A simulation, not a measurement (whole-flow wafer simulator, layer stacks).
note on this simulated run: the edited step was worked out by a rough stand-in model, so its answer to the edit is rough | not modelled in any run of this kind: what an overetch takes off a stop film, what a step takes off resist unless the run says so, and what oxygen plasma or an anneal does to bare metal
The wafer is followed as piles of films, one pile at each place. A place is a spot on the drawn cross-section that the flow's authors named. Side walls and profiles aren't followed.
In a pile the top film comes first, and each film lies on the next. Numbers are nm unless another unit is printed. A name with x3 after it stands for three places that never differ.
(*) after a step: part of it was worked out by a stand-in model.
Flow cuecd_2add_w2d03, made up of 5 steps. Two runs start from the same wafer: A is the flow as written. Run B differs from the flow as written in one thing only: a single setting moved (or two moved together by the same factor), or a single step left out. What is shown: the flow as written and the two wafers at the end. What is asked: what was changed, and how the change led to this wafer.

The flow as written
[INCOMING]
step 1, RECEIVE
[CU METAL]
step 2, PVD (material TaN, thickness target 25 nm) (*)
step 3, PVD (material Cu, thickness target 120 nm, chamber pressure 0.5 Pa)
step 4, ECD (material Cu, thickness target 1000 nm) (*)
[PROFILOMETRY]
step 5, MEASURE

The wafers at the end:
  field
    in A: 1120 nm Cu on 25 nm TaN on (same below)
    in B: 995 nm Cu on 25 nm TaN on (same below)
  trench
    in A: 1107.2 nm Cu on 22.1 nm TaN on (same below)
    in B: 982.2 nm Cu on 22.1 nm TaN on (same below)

What caused this: step 4, ECD: thickness target 875 nm was run, whereas the flow has thickness target 1000 nm.

How this came from the change, step by step:
  step 4, ECD (material Cu, thickness target 1000 nm) (*)
      field, trench: A +1000 Cu | B +875 Cu
